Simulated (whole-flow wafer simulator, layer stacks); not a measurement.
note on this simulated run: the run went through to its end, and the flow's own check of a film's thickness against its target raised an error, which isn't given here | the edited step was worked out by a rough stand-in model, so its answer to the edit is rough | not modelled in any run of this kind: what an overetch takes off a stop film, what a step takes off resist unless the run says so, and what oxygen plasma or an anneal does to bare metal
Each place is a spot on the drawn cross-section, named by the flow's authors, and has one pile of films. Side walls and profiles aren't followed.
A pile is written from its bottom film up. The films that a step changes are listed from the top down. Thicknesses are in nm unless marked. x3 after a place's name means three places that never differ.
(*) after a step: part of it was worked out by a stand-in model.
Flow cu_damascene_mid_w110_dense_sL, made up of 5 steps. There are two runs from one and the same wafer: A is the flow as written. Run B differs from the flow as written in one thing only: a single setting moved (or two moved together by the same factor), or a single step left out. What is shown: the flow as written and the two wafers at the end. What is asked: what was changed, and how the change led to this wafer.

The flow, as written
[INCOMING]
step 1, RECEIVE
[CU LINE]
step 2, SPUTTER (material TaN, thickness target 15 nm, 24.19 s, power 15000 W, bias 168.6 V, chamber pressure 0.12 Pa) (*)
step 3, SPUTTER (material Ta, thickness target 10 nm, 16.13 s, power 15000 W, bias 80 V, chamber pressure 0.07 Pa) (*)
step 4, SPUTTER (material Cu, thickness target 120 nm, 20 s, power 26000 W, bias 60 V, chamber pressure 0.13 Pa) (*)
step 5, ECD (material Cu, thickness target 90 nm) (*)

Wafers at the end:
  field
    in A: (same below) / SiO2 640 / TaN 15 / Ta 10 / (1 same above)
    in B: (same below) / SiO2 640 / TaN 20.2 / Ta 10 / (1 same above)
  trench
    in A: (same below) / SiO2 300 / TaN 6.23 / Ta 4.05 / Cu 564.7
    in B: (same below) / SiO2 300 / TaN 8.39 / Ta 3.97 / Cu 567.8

Cause: step 2, SPUTTER: thickness target 20.2 nm was run, though the flow has thickness target 15 nm; step 2, SPUTTER: 32.66 s was run, where the flow has 24.19 s.
One can read it off the wafer: field has TaN 20.2, and step 2 as written asks for 15 nm.

How this came from the change, step by step:
  step 2, SPUTTER (material TaN, thickness target 15 nm, 24.19 s, power 15000 W, bias 168.6 V, chamber pressure 0.12 Pa) (*)
      field: A TaN gains 15 (new film) | B TaN gains 20.2 (new film)
      trench: A TaN gains 6.23 (new film) | B TaN gains 8.39 (new film)
